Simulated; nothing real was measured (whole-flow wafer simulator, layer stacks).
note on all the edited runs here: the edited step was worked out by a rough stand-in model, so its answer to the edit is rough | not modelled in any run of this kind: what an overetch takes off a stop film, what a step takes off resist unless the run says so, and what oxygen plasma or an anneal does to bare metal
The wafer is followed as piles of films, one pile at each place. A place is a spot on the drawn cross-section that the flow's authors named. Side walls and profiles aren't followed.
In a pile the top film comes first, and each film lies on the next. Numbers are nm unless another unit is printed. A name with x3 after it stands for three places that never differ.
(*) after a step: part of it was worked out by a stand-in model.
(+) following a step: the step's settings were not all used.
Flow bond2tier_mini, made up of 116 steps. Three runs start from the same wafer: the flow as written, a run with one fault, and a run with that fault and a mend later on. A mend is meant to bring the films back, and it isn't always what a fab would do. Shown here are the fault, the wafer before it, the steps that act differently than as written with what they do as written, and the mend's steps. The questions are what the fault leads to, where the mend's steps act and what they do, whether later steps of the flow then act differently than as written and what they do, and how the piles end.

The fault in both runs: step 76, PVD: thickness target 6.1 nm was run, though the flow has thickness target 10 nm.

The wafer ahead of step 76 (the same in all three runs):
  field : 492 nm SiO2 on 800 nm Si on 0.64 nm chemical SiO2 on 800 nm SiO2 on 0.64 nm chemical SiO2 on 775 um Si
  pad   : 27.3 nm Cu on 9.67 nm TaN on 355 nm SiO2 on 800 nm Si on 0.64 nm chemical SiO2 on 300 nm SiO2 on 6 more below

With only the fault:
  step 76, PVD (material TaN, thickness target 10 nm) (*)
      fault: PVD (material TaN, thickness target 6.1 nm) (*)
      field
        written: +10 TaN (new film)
        fault: +6.1 TaN (new film)
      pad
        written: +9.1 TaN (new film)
        fault: +5.55 TaN (new film)
  Steps later in the flow that act otherwise than as written (not shown: 1 more step that differs only slightly, by at most 2% or 0.5 nm, whichever is larger):
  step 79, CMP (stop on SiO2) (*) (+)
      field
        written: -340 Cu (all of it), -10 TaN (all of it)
        fault: -340 Cu (all of it), -6.1 TaN (all of it)
  At pad, the piles at the end differ from the flow's by more than 2% or 0.5 nm, whichever is larger.
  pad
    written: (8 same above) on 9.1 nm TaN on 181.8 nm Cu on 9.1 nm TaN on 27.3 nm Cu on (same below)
    fault: (8 same above) on 9.1 nm TaN on 185.3 nm Cu on 5.55 nm TaN on 27.3 nm Cu on (same below)

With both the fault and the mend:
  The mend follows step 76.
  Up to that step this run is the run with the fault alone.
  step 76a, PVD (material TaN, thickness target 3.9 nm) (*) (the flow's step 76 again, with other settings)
      field
        +3.9 TaN
      pad
        +3.55 TaN
  None of the later steps of the flow acts differently than as written at any place that is followed.
  The piles end the same as the flow's at every place that both follow.
